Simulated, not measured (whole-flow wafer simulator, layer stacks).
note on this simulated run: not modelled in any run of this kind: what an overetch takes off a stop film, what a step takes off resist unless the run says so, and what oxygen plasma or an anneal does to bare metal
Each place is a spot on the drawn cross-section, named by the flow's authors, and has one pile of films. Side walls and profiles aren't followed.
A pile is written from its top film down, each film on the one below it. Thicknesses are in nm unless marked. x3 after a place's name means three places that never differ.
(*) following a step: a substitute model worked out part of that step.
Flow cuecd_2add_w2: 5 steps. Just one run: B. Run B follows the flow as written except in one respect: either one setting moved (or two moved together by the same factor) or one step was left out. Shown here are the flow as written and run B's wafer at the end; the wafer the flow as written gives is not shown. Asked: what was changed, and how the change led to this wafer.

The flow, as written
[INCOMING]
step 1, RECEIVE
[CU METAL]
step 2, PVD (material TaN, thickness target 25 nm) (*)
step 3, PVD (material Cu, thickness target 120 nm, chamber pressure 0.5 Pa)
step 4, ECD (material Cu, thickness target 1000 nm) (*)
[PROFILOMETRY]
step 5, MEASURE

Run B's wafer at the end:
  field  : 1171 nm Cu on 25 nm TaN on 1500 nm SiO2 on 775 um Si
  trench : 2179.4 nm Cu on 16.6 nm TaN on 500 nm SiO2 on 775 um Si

What caused this: step 3, PVD: thickness target 171 nm was run, whereas the flow has thickness target 120 nm.

Step by step, how the change led to this:
  step 3, PVD (material Cu, thickness target 120 nm, chamber pressure 0.5 Pa)
      field: +171 Cu (new film) (as written it would have been: +120 Cu (new film))
      trench: +114.8 Cu (new film) (as written it would have been: +80.8 Cu (new film))
